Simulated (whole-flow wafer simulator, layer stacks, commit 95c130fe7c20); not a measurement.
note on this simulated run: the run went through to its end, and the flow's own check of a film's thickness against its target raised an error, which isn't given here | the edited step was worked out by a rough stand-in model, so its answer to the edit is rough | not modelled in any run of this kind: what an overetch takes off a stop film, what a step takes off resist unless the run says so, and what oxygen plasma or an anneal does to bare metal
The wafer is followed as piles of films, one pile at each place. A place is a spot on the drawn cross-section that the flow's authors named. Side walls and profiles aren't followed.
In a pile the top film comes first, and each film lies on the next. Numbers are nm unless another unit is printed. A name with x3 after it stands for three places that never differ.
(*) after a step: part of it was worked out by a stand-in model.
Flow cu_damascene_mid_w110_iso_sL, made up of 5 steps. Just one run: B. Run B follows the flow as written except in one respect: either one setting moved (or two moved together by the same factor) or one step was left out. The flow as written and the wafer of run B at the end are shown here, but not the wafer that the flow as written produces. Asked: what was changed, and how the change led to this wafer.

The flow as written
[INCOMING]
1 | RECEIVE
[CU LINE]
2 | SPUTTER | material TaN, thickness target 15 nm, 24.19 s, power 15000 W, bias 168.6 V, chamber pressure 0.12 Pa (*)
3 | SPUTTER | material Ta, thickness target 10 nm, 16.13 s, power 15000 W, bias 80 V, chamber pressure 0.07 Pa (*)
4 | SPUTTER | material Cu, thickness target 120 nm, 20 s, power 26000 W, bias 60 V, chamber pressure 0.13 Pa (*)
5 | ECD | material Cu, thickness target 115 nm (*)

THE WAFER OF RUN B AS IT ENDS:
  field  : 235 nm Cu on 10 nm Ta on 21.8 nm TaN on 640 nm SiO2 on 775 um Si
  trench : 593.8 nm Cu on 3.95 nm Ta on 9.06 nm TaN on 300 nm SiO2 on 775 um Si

Cause: step 2, SPUTTER: thickness target 21.8 nm was run, whereas the flow has thickness target 15 nm; step 2, SPUTTER: 35.08 s was run, where the flow has 24.19 s.
One can read it off the wafer: field has TaN 21.8, and step 2 as written asks for 15 nm.

Step by step, how the change led to this:
  2 | SPUTTER | material TaN, thickness target 15 nm, 24.19 s, power 15000 W, bias 168.6 V, chamber pressure 0.12 Pa (*)
      field: TaN gains 21.8 (new film) (in the flow as written it would be: TaN gains 15 (new film))
      trench: TaN gains 9.06 (new film) (in the flow as written it would be: TaN gains 6.23 (new film))
  4 | SPUTTER | material Cu, thickness target 120 nm, 20 s, power 26000 W, bias 60 V, chamber pressure 0.13 Pa (*)
      trench: Cu gains 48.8 (new film) (in the flow as written it would be: Cu gains 49.9 (new film))
